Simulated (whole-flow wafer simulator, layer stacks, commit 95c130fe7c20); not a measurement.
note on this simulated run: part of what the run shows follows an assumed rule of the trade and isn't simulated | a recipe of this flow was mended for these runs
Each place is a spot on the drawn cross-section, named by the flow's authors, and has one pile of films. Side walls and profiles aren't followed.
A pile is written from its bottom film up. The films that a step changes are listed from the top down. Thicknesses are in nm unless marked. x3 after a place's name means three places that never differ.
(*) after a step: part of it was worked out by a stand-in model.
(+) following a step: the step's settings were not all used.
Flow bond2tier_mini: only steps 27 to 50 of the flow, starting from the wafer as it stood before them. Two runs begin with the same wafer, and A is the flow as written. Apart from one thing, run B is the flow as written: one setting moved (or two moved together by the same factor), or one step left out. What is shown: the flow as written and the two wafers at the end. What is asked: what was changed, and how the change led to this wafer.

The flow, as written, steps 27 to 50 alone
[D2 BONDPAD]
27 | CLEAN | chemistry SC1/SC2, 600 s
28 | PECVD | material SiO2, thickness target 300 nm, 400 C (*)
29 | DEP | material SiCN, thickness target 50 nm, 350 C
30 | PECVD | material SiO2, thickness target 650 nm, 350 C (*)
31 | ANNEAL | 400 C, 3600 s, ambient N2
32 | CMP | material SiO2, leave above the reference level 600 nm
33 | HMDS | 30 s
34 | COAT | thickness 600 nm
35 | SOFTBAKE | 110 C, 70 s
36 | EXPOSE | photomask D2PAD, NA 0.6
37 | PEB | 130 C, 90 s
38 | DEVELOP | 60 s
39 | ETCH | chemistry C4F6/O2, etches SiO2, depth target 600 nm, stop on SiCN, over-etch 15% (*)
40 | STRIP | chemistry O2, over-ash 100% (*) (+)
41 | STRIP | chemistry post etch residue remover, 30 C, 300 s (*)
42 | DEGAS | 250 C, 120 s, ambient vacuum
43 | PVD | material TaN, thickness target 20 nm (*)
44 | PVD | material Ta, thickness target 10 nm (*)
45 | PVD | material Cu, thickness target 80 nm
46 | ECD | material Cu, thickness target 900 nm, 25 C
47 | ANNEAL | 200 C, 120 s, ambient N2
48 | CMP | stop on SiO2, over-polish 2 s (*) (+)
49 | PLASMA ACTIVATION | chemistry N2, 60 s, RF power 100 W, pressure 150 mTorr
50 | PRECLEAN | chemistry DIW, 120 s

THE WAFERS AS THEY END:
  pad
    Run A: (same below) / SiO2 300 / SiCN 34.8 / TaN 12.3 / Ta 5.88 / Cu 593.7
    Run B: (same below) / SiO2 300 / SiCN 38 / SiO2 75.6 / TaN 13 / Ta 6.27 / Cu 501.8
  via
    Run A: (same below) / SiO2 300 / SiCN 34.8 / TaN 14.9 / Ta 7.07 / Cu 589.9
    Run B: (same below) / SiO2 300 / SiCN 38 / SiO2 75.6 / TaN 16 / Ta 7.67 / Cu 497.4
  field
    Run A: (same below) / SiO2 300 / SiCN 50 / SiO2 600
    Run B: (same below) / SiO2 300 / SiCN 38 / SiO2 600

Cause: step 29, DEP: thickness target 38 nm was run, whereas the flow has thickness target 50 nm; step 39, ETCH: depth target 456 nm was run, where the flow has depth target 600 nm.
The wafer lets one read it off: field has SiCN 38, and step 29 as written asks for 50 nm.

Step by step, how the change led to this:
  29 | DEP | material SiCN, thickness target 50 nm, 350 C
      field, pad, via: A SiCN gains 50 (new film) | B SiCN gains 38 (new film)
  39 | ETCH | chemistry C4F6/O2, etches SiO2, depth target 600 nm, stop on SiCN, over-etch 15% (*)
      pad, via: A SiO2 loses 600 (all of it), SiCN loses 15.2 | B SiO2 loses 524.4
      field: A thick-KrF-resist loses 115 | B thick-KrF-resist loses 87.4
  40 | STRIP | chemistry O2, over-ash 100% (*) (+)
      field: A thick-KrF-resist loses 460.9 (all of it) | B thick-KrF-resist loses 488.5 (all of it)
  43 | PVD | material TaN, thickness target 20 nm (*)
      pad: A TaN gains 12.3 (new film) | B TaN gains 13 (new film)
      via: A TaN gains 14.9 (new film) | B TaN gains 16 (new film)
  44 | PVD | material Ta, thickness target 10 nm (*)
      via: A Ta gains 7.07 (new film) | B Ta gains 7.67 (new film)
  45 | PVD | material Cu, thickness target 80 nm
      pad: A Cu gains 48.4 (new film) | B Cu gains 51.4 (new film)
      via: A Cu gains 59 (new film) | B Cu gains 63.5 (new film)
  46 | ECD | material Cu, thickness target 900 nm, 25 C
      pad: A Cu gains 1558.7 | B Cu gains 1463.7
      via: A Cu gains 1544.3 | B Cu gains 1447.3
